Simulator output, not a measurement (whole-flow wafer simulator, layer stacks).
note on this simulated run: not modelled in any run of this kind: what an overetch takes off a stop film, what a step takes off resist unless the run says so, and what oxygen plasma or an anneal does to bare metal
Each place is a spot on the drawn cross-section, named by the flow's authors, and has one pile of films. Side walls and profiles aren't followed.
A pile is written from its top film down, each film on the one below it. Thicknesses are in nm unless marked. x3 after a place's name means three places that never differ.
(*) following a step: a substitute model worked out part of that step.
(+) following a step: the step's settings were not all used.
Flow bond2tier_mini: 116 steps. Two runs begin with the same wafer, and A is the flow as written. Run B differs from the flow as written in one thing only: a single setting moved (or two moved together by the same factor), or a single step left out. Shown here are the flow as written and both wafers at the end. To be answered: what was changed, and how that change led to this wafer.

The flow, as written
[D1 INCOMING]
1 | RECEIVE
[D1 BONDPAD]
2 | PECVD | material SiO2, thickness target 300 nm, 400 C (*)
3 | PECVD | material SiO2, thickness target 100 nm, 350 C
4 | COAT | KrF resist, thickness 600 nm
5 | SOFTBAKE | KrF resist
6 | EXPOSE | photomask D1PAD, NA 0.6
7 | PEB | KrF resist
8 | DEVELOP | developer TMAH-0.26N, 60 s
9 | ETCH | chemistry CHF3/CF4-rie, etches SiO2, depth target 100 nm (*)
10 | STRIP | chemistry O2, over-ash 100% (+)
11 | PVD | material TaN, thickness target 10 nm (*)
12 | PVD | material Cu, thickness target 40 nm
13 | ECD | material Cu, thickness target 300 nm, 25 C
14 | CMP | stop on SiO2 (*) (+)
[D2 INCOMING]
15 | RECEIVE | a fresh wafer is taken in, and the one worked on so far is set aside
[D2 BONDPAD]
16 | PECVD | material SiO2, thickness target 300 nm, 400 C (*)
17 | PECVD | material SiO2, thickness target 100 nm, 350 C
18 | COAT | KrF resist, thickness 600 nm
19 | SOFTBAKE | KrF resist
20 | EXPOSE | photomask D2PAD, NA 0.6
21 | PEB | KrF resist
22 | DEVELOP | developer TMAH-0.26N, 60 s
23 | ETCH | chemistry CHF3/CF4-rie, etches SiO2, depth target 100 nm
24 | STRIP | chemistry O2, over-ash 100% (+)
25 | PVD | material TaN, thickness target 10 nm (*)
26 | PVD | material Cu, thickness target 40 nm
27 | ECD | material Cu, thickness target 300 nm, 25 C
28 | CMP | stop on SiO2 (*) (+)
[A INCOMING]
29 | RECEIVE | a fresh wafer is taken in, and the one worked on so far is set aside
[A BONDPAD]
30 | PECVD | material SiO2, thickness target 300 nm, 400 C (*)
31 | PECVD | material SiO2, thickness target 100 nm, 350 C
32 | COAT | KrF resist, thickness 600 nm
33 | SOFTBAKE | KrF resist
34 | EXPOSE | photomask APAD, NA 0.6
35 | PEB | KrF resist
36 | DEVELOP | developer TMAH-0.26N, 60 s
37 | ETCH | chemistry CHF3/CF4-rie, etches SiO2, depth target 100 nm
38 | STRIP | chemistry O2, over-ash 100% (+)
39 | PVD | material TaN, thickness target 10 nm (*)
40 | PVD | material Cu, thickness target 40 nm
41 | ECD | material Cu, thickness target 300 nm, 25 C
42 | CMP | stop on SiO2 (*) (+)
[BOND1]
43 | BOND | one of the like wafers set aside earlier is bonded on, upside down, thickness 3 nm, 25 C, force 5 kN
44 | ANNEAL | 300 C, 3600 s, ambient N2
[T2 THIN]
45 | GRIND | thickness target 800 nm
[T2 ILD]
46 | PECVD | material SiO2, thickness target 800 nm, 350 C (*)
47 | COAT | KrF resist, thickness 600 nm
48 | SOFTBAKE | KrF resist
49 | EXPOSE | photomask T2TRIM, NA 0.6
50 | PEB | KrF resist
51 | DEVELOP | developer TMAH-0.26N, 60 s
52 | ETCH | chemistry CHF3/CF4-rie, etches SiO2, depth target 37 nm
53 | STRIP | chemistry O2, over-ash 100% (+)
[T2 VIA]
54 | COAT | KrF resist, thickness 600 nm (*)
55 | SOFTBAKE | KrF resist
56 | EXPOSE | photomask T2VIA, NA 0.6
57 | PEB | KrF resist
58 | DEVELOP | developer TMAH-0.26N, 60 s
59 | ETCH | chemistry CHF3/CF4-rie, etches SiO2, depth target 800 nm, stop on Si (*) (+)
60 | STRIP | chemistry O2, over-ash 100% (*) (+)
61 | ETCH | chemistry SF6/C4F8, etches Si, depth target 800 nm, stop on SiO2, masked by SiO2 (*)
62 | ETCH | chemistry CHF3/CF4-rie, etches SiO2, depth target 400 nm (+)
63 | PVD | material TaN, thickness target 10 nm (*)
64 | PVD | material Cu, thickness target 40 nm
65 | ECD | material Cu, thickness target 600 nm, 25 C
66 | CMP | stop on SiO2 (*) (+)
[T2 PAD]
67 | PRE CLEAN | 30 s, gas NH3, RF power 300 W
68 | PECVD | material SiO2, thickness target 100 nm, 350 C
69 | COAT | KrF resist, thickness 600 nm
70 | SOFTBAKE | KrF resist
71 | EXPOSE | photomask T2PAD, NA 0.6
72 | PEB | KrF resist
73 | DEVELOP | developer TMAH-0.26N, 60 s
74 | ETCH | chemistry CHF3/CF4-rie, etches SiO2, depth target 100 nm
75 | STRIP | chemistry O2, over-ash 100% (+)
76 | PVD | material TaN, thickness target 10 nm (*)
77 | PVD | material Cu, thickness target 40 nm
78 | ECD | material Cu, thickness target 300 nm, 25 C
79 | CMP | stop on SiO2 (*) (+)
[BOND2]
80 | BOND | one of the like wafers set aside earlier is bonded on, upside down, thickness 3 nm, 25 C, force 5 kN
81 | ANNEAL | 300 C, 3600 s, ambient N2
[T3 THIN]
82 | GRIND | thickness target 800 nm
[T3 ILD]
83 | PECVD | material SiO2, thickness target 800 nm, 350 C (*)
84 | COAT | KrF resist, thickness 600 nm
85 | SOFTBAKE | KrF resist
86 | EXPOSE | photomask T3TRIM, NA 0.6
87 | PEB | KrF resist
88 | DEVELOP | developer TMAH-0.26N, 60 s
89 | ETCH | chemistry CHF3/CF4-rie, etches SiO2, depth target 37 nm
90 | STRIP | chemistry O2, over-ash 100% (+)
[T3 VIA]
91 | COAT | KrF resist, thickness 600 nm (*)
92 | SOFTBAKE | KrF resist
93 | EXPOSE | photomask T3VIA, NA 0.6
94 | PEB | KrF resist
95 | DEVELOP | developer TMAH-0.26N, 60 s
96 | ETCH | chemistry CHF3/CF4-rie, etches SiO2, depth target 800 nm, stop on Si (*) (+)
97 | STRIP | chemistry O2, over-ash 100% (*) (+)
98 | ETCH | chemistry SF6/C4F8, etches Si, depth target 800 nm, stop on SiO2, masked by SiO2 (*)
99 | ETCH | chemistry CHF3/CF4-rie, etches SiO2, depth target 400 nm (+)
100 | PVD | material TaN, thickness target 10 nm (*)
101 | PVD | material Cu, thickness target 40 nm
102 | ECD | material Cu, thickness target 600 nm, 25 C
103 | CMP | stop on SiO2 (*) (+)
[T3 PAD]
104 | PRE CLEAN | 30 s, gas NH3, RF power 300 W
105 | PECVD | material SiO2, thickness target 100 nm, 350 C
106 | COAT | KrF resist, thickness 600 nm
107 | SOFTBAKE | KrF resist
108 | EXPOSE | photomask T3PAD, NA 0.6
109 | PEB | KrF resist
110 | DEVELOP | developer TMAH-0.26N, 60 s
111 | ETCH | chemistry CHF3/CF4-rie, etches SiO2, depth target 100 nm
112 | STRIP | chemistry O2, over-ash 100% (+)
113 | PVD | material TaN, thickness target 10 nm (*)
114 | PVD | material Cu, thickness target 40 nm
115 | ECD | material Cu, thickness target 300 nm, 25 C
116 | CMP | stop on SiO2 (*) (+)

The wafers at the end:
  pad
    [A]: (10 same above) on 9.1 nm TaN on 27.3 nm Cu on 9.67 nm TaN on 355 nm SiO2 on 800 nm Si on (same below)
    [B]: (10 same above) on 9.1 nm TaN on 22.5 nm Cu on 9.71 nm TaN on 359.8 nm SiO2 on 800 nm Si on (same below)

The reason: step 52, ETCH: depth target 32.2 nm was run, whereas the flow has depth target 37 nm.

How this came from the change, step by step:
  52 | ETCH | chemistry CHF3/CF4-rie, etches SiO2, depth target 37 nm
      pad, via: A SiO2 loses 37 | B SiO2 loses 32.2
      field: A KrF resist loses 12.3 | B KrF resist loses 10.7
